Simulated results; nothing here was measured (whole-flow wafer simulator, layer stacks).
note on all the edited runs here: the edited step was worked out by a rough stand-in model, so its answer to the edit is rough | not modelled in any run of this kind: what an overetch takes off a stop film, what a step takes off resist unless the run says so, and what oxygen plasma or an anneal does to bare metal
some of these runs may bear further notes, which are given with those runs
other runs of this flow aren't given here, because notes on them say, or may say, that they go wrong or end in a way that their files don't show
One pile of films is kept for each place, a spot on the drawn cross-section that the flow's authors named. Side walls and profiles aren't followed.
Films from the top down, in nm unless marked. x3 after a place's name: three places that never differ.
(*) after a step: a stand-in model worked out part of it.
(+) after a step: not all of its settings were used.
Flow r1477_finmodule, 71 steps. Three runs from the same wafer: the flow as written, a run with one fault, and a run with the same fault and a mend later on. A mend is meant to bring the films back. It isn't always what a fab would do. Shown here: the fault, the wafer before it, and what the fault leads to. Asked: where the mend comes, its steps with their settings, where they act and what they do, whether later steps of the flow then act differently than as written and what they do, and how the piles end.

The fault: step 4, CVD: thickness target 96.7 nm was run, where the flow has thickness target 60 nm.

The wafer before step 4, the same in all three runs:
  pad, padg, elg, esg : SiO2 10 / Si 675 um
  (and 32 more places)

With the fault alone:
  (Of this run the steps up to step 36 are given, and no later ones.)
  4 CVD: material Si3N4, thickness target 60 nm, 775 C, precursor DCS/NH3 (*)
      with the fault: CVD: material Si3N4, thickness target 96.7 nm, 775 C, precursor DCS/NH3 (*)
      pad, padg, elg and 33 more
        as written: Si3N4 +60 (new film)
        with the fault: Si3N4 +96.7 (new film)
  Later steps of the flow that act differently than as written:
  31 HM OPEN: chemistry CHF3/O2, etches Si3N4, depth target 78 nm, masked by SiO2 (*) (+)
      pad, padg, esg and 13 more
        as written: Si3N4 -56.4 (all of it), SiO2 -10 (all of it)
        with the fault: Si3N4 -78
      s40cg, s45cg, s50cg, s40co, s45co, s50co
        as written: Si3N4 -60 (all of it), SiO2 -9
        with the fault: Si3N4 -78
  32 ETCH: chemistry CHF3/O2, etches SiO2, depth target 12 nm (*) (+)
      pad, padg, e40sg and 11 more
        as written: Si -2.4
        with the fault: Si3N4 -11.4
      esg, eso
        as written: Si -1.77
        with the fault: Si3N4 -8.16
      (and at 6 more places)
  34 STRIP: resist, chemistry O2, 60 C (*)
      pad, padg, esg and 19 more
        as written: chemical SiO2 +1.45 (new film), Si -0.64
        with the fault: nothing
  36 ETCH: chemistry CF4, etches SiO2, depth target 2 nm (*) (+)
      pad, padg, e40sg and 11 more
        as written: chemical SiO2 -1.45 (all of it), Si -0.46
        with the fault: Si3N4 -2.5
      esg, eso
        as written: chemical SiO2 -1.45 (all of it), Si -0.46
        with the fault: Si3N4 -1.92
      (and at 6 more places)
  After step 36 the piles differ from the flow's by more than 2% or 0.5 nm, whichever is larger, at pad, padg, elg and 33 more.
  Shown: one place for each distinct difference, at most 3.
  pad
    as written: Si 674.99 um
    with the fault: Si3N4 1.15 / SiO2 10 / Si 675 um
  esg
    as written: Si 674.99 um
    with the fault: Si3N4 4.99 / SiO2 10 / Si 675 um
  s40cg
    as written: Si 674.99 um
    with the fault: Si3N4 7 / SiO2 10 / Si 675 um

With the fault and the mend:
  The mend comes after step 5.
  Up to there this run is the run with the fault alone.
  5a ETCH: chemistry h3po4, depth target 36.7 nm
      pad, padg, elg and 33 more
        Si3N4 -36.7
  No later step of the flow acts differently than as written at any place that is followed.
  At the end the piles are the same as the flow's at every place that both follow.
